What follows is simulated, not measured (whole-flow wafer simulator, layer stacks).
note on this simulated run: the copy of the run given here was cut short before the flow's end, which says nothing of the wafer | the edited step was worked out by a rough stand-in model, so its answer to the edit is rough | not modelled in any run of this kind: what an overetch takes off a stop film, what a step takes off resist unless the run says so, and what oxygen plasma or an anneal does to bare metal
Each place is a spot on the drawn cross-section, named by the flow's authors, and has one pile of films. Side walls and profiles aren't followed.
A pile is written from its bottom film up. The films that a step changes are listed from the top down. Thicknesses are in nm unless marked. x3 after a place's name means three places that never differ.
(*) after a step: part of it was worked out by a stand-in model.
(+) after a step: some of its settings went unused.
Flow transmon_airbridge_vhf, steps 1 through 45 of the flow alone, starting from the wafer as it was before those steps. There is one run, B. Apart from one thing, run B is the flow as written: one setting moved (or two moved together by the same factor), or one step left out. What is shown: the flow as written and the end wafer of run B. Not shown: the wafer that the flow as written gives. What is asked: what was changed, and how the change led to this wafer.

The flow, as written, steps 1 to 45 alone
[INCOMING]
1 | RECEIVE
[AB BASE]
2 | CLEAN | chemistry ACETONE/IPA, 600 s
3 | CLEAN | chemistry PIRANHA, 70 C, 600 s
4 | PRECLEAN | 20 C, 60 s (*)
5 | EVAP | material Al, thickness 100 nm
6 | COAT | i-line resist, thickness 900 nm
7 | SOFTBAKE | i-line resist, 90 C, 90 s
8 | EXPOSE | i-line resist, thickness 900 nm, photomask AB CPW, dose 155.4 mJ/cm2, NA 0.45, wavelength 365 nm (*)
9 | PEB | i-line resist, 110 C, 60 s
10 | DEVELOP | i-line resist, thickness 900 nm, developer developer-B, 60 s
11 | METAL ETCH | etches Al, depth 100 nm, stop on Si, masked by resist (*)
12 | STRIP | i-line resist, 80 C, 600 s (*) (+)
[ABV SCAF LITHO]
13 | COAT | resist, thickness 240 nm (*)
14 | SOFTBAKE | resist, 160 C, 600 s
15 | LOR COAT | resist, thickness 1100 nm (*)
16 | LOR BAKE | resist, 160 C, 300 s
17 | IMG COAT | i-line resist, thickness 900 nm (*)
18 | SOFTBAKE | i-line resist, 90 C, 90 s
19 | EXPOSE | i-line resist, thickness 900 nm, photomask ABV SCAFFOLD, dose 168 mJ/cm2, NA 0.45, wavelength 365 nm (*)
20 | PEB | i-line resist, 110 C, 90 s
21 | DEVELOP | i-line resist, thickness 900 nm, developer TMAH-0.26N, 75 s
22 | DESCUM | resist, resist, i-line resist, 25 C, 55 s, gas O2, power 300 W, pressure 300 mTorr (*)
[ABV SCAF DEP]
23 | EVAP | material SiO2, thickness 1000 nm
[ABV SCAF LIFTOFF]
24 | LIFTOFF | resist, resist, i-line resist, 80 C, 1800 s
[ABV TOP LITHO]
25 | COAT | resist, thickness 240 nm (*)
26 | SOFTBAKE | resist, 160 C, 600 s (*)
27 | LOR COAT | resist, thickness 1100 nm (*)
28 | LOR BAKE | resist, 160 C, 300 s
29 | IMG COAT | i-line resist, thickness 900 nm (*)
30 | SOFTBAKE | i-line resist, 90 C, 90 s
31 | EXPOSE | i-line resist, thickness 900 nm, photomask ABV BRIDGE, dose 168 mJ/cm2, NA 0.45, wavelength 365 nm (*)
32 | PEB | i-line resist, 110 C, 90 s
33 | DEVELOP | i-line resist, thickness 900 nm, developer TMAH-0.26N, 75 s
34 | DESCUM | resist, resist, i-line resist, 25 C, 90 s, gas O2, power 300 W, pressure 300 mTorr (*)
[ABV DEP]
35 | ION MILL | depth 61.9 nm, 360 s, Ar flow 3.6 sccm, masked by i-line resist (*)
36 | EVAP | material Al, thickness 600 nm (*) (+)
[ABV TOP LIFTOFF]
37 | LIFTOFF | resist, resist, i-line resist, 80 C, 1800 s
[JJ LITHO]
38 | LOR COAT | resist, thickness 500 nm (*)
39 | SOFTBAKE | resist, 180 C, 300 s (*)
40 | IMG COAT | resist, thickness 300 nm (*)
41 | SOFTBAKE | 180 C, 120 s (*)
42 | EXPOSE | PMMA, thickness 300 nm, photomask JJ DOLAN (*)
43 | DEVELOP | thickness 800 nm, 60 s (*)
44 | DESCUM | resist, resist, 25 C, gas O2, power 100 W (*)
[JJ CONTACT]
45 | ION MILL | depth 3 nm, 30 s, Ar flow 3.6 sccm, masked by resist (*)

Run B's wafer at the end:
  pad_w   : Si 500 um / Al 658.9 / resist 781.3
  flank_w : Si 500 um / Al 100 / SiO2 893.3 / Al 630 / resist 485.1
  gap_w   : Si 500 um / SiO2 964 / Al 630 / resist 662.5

The reason: step 36, EVAP: thickness 630 nm was run, while the flow as written has thickness 600 nm.
The wafer lets one read it off: flank_w has Al 630, and step 36 as written asks for 600 nm.

The path from the change to this, step by step:
  36 | EVAP | material Al, thickness 600 nm (*) (+)
      field x3, jj_line, ground_far and 10 more: +630 Al (new film) (in the flow as written it would be: +600 Al (new film))
      pad_w, pad_e: +620.8 Al (in the flow as written it would be: +591.2 Al)
  37 | LIFTOFF | resist, resist, i-line resist, 80 C, 1800 s
      field x3, jj_line, trace_open_s x2: -630 Al (all of it), -600 i-line resist (all of it), -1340 resist (all of it) (in the flow as written it would be: -600 Al (all of it), -600 i-line resist (all of it), -1340 resist (all of it))
      margin_s, margin_n: -630 Al (all of it), -318.3 i-line resist (all of it), -992 resist (all of it) (in the flow as written it would be: -600 Al (all of it), -318.3 i-line resist (all of it), -992 resist (all of it))
      (as well as at 1 more place)
